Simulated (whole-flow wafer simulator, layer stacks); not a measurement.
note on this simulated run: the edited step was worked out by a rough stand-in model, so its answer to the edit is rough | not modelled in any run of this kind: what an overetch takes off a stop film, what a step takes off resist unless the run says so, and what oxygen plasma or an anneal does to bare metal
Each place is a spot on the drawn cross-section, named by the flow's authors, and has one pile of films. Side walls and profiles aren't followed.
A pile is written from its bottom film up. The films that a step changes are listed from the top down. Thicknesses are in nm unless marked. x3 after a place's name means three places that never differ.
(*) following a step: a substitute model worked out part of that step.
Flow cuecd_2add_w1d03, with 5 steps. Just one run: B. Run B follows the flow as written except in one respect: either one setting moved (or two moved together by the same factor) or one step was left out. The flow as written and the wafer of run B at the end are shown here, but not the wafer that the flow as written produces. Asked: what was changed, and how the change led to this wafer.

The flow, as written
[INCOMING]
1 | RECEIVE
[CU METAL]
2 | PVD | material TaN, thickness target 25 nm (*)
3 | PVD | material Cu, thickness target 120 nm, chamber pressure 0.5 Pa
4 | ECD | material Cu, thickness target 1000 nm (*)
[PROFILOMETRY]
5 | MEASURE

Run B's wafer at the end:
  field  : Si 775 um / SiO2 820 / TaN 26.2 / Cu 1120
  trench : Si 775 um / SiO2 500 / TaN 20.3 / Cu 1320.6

What caused this: step 2, PVD: thickness target 26.2 nm was run, while the flow as written has thickness target 25 nm.
One can read it off the wafer: field has TaN 26.2, and step 2 as written asks for 25 nm.

Step by step, how the change led to this:
  2 | PVD | material TaN, thickness target 25 nm (*)
      field: +26.2 TaN (new film) (in the flow as written it would be: +25 TaN (new film))
      trench: +20.3 TaN (new film) (in the flow as written it would be: +19.4 TaN (new film))
